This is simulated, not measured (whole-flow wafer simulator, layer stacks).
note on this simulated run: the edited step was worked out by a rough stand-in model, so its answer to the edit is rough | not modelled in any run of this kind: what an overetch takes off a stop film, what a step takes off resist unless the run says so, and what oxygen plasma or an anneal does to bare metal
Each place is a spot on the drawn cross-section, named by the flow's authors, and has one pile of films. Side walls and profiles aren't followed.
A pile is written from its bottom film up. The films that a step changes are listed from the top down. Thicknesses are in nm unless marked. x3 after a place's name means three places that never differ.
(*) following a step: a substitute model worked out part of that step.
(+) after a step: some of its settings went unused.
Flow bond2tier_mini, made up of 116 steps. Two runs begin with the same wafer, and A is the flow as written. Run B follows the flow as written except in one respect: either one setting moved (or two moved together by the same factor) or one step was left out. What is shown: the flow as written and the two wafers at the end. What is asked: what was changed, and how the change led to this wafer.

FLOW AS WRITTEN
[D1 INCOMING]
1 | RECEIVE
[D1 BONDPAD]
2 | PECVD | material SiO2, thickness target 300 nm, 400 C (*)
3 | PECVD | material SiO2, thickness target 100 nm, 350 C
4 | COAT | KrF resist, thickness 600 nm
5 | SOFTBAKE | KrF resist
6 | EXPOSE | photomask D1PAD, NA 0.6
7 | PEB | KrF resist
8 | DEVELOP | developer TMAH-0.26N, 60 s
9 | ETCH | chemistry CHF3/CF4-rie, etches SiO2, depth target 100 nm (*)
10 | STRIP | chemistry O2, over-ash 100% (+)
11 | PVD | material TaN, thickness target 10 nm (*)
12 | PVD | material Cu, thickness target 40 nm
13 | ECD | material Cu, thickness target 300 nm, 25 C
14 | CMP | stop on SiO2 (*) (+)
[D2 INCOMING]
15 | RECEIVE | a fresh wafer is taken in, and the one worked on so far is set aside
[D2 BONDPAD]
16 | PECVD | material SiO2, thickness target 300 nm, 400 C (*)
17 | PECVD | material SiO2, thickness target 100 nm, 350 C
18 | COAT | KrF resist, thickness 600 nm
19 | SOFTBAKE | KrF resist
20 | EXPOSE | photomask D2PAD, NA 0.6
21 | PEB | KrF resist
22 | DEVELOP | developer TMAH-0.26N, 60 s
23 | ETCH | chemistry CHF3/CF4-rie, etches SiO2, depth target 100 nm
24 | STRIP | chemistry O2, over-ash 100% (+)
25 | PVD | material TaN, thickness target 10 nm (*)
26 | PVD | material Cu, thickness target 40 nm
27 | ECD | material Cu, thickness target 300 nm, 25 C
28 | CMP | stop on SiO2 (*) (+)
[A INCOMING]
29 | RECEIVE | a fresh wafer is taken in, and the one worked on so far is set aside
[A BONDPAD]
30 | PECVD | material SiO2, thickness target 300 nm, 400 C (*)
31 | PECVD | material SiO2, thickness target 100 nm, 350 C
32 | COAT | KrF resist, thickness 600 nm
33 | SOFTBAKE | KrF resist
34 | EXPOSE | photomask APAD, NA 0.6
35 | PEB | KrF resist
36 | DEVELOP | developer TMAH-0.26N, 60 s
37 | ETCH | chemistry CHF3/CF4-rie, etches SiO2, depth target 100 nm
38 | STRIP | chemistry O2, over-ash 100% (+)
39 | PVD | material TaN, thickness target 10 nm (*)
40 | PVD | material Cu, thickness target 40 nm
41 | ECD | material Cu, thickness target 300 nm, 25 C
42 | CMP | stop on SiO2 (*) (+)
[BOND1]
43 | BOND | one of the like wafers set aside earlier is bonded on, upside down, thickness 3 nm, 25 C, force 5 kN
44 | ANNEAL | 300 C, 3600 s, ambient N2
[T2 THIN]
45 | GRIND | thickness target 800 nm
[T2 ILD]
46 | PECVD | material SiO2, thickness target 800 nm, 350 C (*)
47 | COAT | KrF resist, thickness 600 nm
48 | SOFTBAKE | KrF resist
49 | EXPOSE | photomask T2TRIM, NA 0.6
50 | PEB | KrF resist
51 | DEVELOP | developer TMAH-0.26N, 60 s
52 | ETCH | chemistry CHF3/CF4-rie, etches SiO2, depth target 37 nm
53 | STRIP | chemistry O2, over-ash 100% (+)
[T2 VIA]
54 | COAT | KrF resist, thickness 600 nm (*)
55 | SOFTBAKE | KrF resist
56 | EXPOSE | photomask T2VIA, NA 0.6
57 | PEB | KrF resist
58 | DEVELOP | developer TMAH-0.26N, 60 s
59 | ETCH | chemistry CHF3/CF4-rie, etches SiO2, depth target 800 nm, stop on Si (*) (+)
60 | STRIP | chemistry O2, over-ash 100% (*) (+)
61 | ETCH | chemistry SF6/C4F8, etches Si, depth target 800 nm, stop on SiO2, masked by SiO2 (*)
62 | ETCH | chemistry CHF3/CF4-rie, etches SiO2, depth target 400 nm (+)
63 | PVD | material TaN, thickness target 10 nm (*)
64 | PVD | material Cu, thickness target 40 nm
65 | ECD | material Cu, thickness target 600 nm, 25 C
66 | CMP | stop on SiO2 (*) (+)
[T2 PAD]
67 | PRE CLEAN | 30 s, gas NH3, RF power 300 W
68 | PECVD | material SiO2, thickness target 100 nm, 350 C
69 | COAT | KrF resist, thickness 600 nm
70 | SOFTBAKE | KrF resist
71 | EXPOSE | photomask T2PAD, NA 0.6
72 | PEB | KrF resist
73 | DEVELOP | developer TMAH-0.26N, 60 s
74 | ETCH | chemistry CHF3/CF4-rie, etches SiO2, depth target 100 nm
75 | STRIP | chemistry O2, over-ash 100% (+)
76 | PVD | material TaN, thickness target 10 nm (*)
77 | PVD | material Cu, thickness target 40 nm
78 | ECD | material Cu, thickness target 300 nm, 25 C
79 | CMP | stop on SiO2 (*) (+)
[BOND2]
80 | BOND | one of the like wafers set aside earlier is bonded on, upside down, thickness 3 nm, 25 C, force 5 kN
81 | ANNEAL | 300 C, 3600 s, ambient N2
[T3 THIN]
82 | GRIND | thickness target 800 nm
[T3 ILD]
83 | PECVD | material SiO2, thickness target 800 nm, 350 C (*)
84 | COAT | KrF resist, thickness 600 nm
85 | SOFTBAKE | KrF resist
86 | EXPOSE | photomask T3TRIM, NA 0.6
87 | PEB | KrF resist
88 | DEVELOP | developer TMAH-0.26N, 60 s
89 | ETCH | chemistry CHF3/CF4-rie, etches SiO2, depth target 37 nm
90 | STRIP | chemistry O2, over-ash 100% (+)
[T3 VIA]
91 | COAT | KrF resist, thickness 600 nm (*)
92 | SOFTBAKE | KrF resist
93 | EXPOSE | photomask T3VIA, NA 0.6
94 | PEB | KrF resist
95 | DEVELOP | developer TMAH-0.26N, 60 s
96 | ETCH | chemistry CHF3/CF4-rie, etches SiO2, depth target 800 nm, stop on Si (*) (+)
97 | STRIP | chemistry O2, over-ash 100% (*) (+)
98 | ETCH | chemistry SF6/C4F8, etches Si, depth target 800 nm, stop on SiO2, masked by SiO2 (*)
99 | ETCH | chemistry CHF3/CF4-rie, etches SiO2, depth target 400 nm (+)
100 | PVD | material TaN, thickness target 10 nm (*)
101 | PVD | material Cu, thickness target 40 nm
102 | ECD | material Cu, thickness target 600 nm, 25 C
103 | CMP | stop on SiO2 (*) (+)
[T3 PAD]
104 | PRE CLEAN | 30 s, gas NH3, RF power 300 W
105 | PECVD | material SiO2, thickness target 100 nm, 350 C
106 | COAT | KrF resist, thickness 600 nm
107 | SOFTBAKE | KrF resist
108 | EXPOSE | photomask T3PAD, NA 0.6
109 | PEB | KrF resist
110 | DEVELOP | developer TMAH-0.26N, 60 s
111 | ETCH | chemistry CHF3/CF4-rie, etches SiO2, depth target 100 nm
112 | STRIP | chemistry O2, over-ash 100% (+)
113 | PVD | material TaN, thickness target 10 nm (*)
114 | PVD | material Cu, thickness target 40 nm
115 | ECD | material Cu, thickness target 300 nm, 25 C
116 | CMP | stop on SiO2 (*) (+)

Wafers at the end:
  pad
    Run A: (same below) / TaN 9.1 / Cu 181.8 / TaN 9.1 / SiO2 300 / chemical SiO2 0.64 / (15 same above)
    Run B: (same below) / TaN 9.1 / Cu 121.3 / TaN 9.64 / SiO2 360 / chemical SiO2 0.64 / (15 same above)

What caused this: step 9, ETCH: depth target 40 nm was run, whereas the flow has depth target 100 nm.

Step by step, how the change led to this:
  9 | ETCH | chemistry CHF3/CF4-rie, etches SiO2, depth target 100 nm (*)
      pad, via: A -100 SiO2 | B -40 SiO2
      field: A -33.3 KrF resist | B -13.3 KrF resist
  10 | STRIP | chemistry O2, over-ash 100% (+)
      field: A -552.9 KrF resist (all of it) | B -572.9 KrF resist (all of it)
  11 | PVD | material TaN, thickness target 10 nm (*)
      pad: A +9.1 TaN (new film) | B +9.64 TaN (new film)
  12 | PVD | material Cu, thickness target 40 nm
      pad: A +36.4 Cu (new film) | B +38.5 Cu (new film)
  13 | ECD | material Cu, thickness target 300 nm, 25 C
      pad: A +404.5 Cu | B +341.8 Cu
      via: A +400.2 Cu | B +340 Cu
  43 | BOND | one of the like wafers set aside earlier is bonded on, upside down, thickness 3 nm, 25 C, force 5 kN
      pad: A +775 um Si (new film), +0.64 chemical SiO2 (new film), +300 SiO2 (new film), +9.1 TaN (new film), +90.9 Cu | B +775 um Si (new film), +0.64 chemical SiO2 (new film), +360 SiO2 (new film), +9.64 TaN (new film), +30.4 Cu
      via: A +775 um Si (new film), +0.64 chemical SiO2 (new film), +300 SiO2 (new film), +9.97 TaN (new film), +90 Cu | B +775 um Si (new film), +0.64 chemical SiO2 (new film), +360 SiO2 (new film), +10 TaN (new film), +30 Cu
